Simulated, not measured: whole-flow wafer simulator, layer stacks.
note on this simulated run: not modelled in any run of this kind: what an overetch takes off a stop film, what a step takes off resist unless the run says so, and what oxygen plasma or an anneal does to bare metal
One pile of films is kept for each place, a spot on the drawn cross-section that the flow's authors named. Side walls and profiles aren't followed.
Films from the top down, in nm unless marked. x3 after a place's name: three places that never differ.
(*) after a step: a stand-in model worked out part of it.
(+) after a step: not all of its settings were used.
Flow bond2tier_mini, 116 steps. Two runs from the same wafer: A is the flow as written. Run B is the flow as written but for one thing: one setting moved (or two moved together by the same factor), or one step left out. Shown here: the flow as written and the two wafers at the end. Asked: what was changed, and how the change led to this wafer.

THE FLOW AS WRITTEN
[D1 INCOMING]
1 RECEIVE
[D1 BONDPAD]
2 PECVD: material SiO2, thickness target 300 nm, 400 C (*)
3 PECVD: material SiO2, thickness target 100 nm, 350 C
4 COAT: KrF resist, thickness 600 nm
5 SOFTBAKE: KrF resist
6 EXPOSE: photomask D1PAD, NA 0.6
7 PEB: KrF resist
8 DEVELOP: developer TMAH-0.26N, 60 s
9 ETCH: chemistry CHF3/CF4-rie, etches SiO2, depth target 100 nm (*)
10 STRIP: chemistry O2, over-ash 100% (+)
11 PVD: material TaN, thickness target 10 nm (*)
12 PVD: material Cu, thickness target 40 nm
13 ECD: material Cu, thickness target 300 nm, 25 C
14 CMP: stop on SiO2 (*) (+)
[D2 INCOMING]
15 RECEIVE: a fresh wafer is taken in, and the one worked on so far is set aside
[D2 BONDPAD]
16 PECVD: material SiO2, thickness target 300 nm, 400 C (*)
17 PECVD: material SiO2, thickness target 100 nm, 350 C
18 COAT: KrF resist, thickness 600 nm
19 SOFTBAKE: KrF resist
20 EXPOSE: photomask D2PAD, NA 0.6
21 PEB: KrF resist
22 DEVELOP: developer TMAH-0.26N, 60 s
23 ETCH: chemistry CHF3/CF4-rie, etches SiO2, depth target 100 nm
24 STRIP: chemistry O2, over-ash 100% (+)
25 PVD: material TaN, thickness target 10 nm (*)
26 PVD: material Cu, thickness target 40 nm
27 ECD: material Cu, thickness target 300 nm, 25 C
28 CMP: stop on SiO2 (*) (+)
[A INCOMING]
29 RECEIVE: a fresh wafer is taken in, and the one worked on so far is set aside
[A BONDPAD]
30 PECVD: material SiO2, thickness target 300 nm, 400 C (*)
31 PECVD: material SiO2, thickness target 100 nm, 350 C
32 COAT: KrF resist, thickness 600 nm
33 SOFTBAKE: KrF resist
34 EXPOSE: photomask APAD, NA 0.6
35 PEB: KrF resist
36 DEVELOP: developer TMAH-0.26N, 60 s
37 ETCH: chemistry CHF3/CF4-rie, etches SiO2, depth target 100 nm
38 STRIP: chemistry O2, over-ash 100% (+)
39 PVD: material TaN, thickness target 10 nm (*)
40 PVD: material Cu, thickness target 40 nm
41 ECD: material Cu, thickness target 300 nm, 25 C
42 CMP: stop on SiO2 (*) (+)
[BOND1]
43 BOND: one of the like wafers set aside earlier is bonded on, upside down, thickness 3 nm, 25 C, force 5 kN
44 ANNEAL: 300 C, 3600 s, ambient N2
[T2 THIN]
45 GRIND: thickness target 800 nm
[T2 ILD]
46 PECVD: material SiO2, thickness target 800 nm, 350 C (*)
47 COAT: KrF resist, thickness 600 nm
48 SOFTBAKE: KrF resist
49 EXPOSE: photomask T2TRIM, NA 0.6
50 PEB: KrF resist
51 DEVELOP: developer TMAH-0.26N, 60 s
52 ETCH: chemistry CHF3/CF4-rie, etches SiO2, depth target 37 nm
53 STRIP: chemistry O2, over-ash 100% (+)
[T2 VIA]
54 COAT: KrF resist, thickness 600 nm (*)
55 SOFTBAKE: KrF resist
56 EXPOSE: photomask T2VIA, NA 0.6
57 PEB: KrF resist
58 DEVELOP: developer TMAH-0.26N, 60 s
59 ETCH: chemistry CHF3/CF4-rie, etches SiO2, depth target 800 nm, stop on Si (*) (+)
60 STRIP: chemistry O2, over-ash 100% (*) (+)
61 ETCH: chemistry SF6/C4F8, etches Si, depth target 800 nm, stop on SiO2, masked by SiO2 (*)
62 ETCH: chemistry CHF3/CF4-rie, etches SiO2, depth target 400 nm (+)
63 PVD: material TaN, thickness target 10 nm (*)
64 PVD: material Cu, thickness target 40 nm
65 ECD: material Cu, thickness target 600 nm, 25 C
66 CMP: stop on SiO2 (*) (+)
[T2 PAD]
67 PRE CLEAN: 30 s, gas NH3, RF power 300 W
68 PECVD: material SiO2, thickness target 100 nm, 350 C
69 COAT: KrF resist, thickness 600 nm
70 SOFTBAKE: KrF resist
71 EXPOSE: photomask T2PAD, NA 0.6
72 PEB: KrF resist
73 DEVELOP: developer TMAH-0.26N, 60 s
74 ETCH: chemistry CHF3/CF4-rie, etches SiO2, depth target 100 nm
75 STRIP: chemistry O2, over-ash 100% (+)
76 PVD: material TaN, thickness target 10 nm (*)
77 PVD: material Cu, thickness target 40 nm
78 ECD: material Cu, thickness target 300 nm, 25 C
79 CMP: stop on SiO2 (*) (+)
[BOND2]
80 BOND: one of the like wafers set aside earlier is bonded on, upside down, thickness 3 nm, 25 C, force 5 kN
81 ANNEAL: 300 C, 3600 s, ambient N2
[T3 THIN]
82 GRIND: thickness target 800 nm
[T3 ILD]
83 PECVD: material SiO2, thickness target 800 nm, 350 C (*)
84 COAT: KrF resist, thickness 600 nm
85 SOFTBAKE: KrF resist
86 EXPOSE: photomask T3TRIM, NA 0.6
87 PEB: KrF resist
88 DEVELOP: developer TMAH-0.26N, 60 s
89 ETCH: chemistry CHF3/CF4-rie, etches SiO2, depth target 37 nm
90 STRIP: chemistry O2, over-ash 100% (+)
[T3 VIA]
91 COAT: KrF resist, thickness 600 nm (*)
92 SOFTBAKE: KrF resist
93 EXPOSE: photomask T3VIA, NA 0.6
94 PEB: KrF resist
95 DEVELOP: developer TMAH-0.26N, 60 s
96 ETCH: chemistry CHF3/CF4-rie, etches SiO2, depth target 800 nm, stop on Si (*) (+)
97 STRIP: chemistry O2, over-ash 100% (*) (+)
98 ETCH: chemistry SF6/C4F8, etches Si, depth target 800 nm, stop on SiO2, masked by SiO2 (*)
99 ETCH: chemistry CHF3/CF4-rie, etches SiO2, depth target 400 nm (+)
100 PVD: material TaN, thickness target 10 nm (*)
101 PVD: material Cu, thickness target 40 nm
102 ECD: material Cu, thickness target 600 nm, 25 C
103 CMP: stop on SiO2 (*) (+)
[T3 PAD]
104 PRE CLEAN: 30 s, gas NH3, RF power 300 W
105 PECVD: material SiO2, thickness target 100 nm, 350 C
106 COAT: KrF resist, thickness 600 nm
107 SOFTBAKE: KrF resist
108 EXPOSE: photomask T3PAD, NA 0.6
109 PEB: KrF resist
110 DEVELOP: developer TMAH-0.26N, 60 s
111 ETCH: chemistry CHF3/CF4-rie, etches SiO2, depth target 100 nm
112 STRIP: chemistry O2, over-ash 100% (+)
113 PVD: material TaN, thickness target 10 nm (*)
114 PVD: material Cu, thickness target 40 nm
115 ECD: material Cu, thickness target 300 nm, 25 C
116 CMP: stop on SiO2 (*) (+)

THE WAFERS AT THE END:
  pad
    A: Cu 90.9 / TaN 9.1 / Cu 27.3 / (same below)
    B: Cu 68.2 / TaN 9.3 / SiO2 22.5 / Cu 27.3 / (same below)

The cause: step 111, ETCH: depth target 77.5 nm was run, where the flow has depth target 100 nm.

How the change led to this, step by step:
  111 ETCH: chemistry CHF3/CF4-rie, etches SiO2, depth target 100 nm
      pad: A SiO2 -100 (all of it) | B SiO2 -77.5
      field: A KrF resist -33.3 | B KrF resist -25.8
  114 PVD: material Cu, thickness target 40 nm
      pad: A Cu +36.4 (new film) | B Cu +37.2 (new film)
  115 ECD: material Cu, thickness target 300 nm, 25 C
      pad: A Cu +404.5 | B Cu +381
Counting metal films that touch as one body, pad has 4 bodies (between them, from the top down: SiO2 22.5; SiO2 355 / Si 800 / chemical SiO2 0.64 / SiO2 300; SiO2 355 / Si 800 / chemical SiO2 0.64 / SiO2 300); the flow as written gives 3 bodies (between them, from the top down: SiO2 355 / Si 800 / chemical SiO2 0.64 / SiO2 300; SiO2 355 / Si 800 / chemical SiO2 0.64 / SiO2 300).
